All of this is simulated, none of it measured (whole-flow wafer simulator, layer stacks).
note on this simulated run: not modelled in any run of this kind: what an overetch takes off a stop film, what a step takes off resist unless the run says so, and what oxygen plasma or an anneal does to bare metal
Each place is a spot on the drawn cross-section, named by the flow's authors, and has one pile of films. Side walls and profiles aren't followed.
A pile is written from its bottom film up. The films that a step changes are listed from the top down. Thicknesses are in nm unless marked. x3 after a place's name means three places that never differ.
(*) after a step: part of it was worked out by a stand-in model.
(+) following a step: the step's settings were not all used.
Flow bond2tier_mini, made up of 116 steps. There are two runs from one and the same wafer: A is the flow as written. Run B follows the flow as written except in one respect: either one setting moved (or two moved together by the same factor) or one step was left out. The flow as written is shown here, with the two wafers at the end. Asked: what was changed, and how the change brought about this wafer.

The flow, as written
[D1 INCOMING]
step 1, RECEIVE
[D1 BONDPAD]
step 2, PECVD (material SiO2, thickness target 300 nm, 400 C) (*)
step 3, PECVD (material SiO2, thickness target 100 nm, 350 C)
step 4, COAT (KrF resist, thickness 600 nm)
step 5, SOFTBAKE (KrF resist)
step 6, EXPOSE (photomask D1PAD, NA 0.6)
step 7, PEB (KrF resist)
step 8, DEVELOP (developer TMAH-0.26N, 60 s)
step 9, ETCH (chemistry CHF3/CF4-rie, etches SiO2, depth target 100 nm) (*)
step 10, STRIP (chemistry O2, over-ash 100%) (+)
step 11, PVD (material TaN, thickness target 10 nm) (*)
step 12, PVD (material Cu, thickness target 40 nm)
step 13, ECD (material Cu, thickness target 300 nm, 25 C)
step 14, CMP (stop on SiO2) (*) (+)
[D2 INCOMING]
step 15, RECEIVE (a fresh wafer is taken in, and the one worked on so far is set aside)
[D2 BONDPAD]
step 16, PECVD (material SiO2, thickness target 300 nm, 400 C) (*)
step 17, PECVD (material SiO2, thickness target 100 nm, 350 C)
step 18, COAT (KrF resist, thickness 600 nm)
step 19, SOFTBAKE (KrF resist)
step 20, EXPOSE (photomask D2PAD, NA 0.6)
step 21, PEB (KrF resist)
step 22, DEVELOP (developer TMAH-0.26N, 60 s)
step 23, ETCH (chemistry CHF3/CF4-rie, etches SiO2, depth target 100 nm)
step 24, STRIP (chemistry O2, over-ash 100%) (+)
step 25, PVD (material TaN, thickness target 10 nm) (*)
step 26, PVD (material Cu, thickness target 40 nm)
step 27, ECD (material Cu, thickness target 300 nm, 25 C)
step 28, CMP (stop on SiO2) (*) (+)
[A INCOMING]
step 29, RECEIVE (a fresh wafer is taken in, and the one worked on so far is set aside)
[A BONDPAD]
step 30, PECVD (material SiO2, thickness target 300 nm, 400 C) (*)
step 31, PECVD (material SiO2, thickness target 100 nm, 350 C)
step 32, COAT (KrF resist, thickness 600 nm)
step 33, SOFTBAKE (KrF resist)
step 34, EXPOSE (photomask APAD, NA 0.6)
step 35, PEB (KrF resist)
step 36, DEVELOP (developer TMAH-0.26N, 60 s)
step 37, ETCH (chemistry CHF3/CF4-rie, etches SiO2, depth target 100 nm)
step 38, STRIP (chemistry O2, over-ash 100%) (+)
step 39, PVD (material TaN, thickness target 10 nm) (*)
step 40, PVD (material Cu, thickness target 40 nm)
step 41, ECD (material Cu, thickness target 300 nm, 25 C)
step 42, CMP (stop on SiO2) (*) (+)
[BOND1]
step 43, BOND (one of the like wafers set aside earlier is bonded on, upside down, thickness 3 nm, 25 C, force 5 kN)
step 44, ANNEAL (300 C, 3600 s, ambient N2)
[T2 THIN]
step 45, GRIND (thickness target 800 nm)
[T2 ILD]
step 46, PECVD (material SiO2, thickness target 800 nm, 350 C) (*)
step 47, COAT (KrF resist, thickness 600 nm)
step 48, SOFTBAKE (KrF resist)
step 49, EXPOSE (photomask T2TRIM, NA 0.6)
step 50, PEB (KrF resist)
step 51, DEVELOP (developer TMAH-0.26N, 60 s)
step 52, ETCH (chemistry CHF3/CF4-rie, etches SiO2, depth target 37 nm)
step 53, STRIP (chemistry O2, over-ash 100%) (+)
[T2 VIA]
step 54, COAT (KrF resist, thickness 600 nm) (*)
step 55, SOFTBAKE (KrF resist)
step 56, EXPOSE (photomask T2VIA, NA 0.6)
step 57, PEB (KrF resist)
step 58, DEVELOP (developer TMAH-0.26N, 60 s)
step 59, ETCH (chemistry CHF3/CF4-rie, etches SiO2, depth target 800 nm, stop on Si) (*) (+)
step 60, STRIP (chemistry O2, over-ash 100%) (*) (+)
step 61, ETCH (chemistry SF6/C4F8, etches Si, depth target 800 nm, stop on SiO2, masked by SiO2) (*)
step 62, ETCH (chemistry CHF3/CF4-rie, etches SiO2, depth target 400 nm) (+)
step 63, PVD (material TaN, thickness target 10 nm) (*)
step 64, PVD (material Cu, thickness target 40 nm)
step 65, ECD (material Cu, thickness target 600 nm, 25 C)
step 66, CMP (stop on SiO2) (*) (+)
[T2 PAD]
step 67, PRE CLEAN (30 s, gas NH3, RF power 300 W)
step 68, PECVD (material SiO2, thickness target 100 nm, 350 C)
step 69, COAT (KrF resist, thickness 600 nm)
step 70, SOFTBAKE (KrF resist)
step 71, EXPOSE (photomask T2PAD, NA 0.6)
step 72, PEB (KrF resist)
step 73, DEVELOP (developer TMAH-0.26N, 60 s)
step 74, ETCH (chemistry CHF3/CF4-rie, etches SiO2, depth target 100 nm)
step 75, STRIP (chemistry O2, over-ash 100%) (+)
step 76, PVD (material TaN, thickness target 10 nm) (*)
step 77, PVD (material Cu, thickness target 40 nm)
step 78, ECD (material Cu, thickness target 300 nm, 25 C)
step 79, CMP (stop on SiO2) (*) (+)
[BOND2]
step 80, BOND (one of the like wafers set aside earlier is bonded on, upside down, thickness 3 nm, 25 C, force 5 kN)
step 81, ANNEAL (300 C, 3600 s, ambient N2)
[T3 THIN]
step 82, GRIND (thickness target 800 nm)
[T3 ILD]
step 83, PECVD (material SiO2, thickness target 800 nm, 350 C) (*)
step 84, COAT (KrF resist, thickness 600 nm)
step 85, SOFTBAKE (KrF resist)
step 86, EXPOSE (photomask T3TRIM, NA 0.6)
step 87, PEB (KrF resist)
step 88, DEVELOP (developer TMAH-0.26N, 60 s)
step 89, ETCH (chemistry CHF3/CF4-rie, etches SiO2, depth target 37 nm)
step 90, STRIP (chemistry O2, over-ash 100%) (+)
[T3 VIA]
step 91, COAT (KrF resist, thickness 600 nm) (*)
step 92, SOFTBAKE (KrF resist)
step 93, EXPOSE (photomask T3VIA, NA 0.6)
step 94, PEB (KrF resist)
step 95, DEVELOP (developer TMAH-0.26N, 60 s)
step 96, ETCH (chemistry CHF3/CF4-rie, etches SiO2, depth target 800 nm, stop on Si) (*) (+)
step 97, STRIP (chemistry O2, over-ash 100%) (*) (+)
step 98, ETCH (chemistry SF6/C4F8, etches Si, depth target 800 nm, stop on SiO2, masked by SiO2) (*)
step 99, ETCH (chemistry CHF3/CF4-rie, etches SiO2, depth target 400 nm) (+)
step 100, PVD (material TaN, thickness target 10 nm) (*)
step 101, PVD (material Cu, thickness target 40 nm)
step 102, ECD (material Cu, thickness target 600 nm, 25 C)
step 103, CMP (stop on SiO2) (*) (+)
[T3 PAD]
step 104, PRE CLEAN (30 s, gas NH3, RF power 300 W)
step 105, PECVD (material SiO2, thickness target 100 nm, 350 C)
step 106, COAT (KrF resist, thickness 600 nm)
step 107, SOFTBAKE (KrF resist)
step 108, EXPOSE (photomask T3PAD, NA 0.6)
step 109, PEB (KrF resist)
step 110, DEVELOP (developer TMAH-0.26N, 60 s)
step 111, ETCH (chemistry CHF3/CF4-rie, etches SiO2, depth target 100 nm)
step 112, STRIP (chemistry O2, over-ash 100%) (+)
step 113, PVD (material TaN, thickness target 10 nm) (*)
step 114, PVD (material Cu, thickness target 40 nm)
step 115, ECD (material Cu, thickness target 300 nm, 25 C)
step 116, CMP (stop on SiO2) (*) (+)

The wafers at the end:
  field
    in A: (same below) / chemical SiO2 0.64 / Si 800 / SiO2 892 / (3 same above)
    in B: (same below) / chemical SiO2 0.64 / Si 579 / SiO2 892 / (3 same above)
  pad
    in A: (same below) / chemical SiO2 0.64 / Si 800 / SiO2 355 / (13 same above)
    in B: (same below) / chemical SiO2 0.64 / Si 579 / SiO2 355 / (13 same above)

The reason: step 45, GRIND: thickness target 579 nm was run, whereas the flow has thickness target 800 nm.
The wafer lets one read it off: field has Si 579, and step 45 as written asks for 800 nm.

How this came from the change, step by step:
  step 45, GRIND (thickness target 800 nm)
      field, pad, via: A Si loses 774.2 um | B Si loses 774.42 um
